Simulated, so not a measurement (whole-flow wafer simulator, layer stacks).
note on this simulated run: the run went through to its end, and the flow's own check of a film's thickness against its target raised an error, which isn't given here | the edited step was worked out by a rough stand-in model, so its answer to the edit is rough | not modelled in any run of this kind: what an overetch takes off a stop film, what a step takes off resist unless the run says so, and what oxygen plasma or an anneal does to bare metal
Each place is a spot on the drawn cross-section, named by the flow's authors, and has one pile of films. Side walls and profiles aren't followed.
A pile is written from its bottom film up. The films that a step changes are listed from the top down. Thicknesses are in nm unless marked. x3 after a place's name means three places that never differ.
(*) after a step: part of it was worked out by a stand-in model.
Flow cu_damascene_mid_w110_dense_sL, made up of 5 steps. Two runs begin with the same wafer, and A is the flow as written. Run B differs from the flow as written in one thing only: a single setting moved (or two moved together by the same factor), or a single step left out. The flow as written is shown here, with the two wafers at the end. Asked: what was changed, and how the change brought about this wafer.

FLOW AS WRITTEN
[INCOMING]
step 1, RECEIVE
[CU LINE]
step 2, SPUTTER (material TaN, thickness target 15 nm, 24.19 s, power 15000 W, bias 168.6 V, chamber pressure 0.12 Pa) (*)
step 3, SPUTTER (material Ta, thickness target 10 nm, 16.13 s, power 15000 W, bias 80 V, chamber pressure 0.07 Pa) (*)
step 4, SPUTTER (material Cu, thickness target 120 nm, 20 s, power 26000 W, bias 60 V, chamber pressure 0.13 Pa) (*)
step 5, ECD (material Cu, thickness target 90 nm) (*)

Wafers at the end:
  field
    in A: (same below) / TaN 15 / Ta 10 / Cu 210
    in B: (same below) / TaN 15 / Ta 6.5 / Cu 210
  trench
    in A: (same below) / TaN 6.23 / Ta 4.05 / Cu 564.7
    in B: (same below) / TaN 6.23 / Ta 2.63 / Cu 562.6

What caused this: step 3, SPUTTER: thickness target 6.5 nm was run, though the flow has thickness target 10 nm; step 3, SPUTTER: 10.48 s was run, where the flow has 16.13 s.
One can read it off the wafer: field has Ta 6.5, and step 3 as written asks for 10 nm.

The path from the change to this, step by step:
  step 3, SPUTTER (material Ta, thickness target 10 nm, 16.13 s, power 15000 W, bias 80 V, chamber pressure 0.07 Pa) (*)
      field: A +10 Ta (new film) | B +6.5 Ta (new film)
      trench: A +4.05 Ta (new film) | B +2.63 Ta (new film)
